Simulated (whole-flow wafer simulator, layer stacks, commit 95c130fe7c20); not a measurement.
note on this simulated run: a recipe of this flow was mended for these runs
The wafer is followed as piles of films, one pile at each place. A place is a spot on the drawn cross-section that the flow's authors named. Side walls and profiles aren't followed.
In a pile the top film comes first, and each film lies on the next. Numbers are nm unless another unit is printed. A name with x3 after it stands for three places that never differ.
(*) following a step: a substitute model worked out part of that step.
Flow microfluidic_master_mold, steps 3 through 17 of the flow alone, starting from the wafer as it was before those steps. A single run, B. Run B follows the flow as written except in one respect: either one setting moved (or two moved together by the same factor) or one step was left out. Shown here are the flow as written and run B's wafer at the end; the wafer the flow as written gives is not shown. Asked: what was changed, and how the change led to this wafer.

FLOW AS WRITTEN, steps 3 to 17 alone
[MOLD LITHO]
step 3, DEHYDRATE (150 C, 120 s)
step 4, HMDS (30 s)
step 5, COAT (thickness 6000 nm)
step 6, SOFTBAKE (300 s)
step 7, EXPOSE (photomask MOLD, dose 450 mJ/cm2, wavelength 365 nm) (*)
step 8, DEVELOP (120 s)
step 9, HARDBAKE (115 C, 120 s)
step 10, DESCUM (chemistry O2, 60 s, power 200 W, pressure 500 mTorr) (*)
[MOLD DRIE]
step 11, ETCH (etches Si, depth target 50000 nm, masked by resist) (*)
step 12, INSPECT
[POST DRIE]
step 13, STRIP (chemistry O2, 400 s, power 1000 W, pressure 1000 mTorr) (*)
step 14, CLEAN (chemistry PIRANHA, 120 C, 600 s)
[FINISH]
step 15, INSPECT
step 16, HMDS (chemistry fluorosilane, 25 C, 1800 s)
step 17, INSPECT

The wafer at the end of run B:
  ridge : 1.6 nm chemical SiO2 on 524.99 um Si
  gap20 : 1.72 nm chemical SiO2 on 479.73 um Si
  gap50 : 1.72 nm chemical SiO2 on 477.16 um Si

What caused this: step 5, COAT: thickness 3000 nm was run, whereas the flow has thickness 6000 nm.

How this came from the change, step by step:
  step 5, COAT (thickness 6000 nm)
      ridge, gap20, gap50, gap200 x2: thick-i-line-resist gains 3000 (new film) (it would be, as written: thick-i-line-resist gains 6000 (new film))
  step 8, DEVELOP (120 s)
      gap20, gap50, gap200 x2: thick-i-line-resist loses 3000 (all of it) (it would be, as written: thick-i-line-resist loses 6000 (all of it))
  step 9, HARDBAKE (115 C, 120 s)
      ridge: thick-i-line-resist loses 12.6 (it would be, as written: thick-i-line-resist loses 33.5)
  step 11, ETCH (etches Si, depth target 50000 nm, masked by resist) (*)
      gap20: chemical SiO2 loses 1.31 (all of it), Si loses 45.26 um (it would be, as written: chemical SiO2 loses 1.31 (all of it), Si loses 44.81 um)
      gap50: chemical SiO2 loses 1.31 (all of it), Si loses 47.83 um (it would be, as written: chemical SiO2 loses 1.31 (all of it), Si loses 47.62 um)
  step 13, STRIP (chemistry O2, 400 s, power 1000 W, pressure 1000 mTorr) (*)
      ridge: thick-i-line-resist loses 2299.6 (all of it), chemical SiO2 gains 1, Si loses 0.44 (it would be, as written: thick-i-line-resist loses 5278.7 (all of it), chemical SiO2 gains 0.78, Si loses 0.34)
